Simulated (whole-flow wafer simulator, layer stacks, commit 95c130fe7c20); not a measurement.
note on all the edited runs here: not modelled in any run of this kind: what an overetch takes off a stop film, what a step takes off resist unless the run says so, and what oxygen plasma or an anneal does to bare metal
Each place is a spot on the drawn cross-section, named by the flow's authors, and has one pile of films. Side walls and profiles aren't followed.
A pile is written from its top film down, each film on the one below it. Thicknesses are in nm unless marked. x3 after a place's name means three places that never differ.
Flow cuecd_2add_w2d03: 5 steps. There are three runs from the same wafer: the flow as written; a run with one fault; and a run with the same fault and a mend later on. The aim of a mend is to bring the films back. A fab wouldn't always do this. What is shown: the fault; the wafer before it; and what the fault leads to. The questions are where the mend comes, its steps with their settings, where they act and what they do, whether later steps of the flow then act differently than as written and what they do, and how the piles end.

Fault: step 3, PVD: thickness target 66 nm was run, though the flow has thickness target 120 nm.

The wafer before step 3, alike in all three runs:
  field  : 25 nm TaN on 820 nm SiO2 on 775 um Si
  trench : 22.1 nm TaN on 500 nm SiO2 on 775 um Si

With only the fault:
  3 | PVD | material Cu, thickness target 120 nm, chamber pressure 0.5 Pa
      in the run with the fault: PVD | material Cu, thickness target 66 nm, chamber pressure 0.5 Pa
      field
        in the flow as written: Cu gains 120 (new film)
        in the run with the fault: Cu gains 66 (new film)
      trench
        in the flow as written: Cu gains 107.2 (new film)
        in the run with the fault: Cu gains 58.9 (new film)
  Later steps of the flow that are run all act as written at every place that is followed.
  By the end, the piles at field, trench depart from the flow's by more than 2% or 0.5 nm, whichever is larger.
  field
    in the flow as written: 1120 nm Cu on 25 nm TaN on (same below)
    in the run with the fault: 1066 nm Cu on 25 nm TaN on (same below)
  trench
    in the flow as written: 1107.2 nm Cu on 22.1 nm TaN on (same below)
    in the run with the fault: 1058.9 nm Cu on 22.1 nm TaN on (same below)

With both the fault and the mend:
  After step 3 comes the mend.
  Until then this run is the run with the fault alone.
  3a | PVD | material Cu, thickness target 54 nm, chamber pressure 0.5 Pa (the flow's step 3, run once more with other settings)
      field
        Cu gains 54
      trench
        Cu gains 47.8
  Later steps of the flow that are run all act as written at every place that is followed.
  The piles end only slightly different from the flow's at the places that both follow, by no more than 2% or 0.5 nm, whichever is larger.
